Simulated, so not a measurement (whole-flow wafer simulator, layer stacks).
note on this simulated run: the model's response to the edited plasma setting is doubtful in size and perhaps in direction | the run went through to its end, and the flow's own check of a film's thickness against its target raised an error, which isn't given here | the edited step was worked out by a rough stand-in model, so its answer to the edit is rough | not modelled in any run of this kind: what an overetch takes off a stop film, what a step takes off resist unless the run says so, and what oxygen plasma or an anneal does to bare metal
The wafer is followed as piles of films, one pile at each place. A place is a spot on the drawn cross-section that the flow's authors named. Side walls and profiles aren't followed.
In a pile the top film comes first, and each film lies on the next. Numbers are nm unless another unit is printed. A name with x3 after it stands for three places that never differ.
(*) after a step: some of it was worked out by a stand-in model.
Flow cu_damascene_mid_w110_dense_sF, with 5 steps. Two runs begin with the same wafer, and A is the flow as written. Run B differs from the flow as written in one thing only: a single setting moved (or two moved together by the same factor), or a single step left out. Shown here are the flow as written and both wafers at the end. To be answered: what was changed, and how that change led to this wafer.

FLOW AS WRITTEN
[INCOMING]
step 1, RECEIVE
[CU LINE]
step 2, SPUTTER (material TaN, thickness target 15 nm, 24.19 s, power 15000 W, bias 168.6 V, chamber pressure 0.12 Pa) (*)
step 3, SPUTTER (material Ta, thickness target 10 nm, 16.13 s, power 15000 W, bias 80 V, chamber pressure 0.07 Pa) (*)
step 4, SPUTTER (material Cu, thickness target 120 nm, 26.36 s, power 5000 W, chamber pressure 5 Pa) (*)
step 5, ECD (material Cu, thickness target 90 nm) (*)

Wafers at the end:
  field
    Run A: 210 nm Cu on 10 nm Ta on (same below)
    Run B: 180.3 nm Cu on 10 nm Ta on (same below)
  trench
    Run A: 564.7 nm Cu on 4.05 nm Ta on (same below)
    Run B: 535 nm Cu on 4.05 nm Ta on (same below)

What caused this: step 4, SPUTTER: power 4005 W was run, while the flow as written has power 5000 W.

The path from the change to this, step by step:
  step 4, SPUTTER (material Cu, thickness target 120 nm, 26.36 s, power 5000 W, chamber pressure 5 Pa) (*)
      field: A Cu gains 120 (new film) | B Cu gains 90.3 (new film)
      trench: A Cu gains 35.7 (new film) | B Cu gains 30.6 (new film)
  step 5, ECD (material Cu, thickness target 90 nm) (*)
      trench: A Cu gains 529 | B Cu gains 504.4
